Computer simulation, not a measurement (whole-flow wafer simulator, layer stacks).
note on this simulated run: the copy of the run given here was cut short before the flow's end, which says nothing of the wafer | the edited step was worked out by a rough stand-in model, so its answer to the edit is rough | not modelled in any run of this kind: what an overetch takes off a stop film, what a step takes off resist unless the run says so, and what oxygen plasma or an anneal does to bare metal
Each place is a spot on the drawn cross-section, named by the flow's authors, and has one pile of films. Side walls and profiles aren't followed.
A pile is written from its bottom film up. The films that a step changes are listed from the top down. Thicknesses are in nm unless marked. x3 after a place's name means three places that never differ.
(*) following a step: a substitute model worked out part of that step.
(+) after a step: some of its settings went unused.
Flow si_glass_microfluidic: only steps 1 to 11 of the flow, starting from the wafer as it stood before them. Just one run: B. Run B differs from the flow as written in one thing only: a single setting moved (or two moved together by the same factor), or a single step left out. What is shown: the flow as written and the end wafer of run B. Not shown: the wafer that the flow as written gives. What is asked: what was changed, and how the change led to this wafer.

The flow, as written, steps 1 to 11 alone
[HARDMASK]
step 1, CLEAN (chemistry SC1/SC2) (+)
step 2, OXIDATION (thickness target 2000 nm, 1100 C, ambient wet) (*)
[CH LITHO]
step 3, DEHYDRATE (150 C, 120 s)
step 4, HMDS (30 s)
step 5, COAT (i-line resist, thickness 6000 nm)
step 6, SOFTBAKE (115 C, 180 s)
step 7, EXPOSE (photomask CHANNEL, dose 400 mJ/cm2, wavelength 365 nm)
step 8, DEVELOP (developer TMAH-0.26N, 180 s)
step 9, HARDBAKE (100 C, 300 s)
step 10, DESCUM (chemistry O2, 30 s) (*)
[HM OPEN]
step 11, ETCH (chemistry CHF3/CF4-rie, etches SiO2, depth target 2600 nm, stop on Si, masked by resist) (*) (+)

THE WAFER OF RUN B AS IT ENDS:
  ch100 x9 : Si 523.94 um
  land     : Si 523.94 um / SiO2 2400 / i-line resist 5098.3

The reason: step 2, OXIDATION: thickness target 2400 nm was run, though the flow has thickness target 2000 nm.
The wafer itself shows it: land has SiO2 2400, and step 2 as written asks for 2000 nm.

How this came from the change, step by step:
  step 2, OXIDATION (thickness target 2000 nm, 1100 C, ambient wet) (*)
      land, ch100 x9: +2400 SiO2 (new film), -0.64 chemical SiO2 (all of it), -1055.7 Si (it would be, as written: +2000 SiO2 (new film), -0.64 chemical SiO2 (all of it), -879.7 Si)
  step 11, ETCH (chemistry CHF3/CF4-rie, etches SiO2, depth target 2600 nm, stop on Si, masked by resist) (*) (+)
      ch100 x9: -2400 SiO2 (all of it) (it would be, as written: -2000 SiO2 (all of it))
